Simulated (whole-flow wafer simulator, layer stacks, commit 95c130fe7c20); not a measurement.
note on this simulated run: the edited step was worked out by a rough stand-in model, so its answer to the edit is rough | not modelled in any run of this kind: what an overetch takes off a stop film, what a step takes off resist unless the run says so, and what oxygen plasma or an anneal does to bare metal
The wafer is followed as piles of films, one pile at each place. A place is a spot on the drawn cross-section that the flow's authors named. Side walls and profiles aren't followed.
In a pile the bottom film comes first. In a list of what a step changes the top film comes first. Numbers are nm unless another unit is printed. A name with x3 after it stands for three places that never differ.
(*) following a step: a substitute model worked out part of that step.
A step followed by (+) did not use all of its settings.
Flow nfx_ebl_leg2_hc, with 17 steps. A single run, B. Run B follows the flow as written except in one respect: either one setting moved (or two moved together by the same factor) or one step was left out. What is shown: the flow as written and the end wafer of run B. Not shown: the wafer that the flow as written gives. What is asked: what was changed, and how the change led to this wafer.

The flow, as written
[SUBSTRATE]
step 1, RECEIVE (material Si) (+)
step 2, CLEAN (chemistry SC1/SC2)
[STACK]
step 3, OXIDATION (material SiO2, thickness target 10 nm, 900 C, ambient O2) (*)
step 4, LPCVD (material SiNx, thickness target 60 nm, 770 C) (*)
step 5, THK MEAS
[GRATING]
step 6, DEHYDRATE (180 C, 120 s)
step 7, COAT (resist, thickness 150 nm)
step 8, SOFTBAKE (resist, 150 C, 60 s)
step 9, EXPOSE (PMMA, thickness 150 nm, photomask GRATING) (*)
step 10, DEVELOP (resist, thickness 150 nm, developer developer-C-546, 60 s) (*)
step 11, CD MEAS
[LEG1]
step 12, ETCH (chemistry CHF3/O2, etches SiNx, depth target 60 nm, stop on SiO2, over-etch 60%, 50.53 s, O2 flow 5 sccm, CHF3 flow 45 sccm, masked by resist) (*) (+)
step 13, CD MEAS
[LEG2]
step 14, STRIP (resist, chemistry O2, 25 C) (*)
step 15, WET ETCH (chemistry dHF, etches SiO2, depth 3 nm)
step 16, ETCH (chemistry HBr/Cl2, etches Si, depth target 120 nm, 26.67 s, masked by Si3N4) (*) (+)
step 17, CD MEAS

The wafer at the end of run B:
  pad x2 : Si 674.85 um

The reason: step 16, ETCH: depth target 144 nm was run, while the flow as written has depth target 120 nm.

Step by step, how the change led to this:
  step 16, ETCH (chemistry HBr/Cl2, etches Si, depth target 120 nm, 26.67 s, masked by Si3N4) (*) (+)
      pad x2: -144 Si (in the flow as written it would be: -120 Si)
